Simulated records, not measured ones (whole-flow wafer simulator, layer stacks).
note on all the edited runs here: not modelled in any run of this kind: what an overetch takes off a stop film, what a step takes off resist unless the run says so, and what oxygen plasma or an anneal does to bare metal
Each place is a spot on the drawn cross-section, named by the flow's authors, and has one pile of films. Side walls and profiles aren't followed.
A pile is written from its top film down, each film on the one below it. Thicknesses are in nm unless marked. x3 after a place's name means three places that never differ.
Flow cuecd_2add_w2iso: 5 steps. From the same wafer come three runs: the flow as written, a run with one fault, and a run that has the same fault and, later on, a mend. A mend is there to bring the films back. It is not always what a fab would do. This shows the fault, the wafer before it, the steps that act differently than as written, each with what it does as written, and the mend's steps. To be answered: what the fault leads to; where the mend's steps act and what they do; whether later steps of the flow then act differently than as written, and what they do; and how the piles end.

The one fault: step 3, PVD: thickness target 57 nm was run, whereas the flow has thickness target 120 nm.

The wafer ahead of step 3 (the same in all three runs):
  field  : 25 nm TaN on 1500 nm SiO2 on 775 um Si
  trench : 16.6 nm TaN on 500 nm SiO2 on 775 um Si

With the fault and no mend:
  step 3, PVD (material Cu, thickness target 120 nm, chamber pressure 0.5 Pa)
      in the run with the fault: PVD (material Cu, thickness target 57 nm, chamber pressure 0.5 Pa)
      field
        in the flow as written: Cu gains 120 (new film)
        in the run with the fault: Cu gains 57 (new film)
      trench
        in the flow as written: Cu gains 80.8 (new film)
        in the run with the fault: Cu gains 38.5 (new film)
  None of the later steps of the flow differs from how it acts as written, at any place that is followed, by more than 2% or 0.5 nm, whichever is larger.
  At field, trench, the piles at the end differ from the flow's by more than 2% or 0.5 nm, whichever is larger.
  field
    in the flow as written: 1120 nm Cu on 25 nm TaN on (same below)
    in the run with the fault: 1057 nm Cu on 25 nm TaN on (same below)
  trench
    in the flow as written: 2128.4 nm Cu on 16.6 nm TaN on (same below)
    in the run with the fault: 2065.4 nm Cu on 16.6 nm TaN on (same below)

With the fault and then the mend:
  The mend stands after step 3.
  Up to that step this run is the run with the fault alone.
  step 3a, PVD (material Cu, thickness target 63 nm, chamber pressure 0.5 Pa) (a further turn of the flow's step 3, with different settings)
      field
        Cu gains 63
      trench
        Cu gains 41.8
  None of the later steps of the flow differs from how it acts as written, at any place that is followed, by more than 2% or 0.5 nm, whichever is larger.
  By the end, the piles equal the flow's at every place that both follow.
